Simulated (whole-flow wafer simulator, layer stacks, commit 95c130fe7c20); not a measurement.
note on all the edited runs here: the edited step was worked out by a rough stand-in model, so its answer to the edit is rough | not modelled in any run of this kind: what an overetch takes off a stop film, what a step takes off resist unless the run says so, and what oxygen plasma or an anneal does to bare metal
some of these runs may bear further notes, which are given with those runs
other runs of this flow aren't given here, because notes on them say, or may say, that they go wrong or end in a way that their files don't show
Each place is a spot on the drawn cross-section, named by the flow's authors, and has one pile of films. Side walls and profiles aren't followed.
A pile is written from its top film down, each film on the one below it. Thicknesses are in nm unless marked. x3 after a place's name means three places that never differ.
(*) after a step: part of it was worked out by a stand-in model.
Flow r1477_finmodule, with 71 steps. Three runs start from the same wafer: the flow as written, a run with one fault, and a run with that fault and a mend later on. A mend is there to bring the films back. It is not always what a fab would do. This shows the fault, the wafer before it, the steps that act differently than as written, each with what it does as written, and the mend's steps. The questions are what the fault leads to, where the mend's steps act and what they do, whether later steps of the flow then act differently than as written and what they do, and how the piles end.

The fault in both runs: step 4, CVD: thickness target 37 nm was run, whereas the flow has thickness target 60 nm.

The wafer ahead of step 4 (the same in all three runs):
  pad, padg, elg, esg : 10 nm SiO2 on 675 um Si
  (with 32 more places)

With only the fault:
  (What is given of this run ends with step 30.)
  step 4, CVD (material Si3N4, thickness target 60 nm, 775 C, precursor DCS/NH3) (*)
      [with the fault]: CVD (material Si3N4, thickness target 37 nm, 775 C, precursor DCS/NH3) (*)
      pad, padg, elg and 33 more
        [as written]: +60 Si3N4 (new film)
        [with the fault]: +37 Si3N4 (new film)
  None of the later steps of the flow up to step 30 acts differently than as written at any place that is followed.
  Once step 30 is done, the piles at pad, padg, elg and 33 more depart from the flow's by more than 2% or 0.5 nm, whichever is larger.
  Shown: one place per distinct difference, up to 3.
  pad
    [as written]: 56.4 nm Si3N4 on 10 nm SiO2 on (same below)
    [with the fault]: 33.4 nm Si3N4 on 10 nm SiO2 on (same below)
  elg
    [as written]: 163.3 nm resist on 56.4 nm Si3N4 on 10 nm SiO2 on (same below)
    [with the fault]: 163.3 nm resist on 33.4 nm Si3N4 on 10 nm SiO2 on (same below)
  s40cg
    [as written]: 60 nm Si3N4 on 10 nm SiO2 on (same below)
    [with the fault]: 37 nm Si3N4 on 10 nm SiO2 on (same below)

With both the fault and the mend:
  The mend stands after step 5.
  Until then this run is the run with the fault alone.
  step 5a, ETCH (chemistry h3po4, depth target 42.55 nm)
      pad, padg, elg and 33 more
        -37 Si3N4 (all of it)
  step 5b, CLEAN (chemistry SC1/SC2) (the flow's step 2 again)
      does not change any film at any place that is followed
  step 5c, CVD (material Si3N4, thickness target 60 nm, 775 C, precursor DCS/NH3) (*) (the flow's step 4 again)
      pad, padg, elg and 33 more
        +60 Si3N4 (new film)
  None of the later steps of the flow acts differently than as written at any place that is followed.
  By the end, the piles equal the flow's at every place that both follow.
